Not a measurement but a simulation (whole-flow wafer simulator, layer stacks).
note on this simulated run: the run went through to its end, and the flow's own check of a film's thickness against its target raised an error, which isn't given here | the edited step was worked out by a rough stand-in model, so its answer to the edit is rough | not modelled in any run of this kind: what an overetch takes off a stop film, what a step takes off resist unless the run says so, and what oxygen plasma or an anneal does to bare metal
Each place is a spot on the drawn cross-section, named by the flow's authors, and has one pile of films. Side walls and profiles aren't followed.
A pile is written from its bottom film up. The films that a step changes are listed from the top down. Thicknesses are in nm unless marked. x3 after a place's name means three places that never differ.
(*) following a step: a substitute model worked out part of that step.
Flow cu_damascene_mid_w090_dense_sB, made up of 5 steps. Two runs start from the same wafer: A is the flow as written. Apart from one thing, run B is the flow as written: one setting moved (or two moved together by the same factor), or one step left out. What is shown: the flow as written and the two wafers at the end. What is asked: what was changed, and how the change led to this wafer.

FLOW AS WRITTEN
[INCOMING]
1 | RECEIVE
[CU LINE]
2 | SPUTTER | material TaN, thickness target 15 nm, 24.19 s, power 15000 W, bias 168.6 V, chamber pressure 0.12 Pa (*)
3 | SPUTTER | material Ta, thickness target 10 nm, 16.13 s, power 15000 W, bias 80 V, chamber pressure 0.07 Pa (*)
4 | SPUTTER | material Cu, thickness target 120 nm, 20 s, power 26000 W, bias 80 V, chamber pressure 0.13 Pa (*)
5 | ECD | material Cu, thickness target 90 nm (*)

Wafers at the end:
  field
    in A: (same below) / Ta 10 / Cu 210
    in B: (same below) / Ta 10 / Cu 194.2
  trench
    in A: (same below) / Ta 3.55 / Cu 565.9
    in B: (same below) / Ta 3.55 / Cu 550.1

What caused this: step 5, ECD: thickness target 74.2 nm was run, while the flow as written has thickness target 90 nm.

The path from the change to this, step by step:
  5 | ECD | material Cu, thickness target 90 nm (*)
      field: A +90 Cu | B +74.2 Cu
      trench: A +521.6 Cu | B +505.8 Cu
